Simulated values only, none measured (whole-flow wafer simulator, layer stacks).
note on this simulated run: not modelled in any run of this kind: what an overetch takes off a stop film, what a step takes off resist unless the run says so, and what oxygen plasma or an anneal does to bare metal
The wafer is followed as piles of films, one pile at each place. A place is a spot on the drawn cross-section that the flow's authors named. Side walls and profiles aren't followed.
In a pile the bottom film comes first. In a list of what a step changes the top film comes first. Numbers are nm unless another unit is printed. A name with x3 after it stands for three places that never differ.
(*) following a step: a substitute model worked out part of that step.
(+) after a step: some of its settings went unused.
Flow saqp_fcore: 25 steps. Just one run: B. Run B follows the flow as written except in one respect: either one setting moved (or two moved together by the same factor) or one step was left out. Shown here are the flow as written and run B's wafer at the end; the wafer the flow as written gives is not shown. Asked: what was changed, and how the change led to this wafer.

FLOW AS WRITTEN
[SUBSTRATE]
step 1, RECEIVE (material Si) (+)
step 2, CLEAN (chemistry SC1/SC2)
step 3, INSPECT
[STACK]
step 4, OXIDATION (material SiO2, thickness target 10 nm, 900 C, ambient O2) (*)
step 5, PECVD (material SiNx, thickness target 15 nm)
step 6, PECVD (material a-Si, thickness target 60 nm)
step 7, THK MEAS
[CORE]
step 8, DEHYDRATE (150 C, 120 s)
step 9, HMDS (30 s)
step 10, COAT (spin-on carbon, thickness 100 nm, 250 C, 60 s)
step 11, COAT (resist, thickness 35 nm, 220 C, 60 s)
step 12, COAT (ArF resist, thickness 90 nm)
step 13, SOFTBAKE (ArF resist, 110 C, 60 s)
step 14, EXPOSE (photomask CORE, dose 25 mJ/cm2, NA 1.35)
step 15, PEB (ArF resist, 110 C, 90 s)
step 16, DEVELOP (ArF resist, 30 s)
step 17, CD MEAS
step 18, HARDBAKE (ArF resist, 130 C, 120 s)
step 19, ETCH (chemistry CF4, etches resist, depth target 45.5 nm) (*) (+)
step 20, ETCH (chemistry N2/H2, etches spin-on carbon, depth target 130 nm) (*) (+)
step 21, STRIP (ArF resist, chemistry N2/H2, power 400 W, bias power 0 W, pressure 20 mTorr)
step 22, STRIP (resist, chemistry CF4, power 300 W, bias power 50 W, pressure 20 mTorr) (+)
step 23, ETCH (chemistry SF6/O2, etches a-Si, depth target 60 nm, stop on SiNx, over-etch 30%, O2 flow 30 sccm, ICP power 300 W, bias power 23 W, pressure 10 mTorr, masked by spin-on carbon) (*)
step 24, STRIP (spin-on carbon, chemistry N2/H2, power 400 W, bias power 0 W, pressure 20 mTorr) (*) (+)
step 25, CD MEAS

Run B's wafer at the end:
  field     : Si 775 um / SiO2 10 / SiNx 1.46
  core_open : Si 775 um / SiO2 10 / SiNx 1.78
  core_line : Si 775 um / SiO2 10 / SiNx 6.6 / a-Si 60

The reason: step 5, PECVD: thickness target 6.6 nm was run, though the flow has thickness target 15 nm.
The wafer lets one read it off: core_line has SiNx 6.6, and step 5 as written asks for 15 nm.

Step by step, how the change led to this:
  step 5, PECVD (material SiNx, thickness target 15 nm)
      field, core_open, core_line: SiNx gains 6.6 (new film) (it would be, as written: SiNx gains 15 (new film))
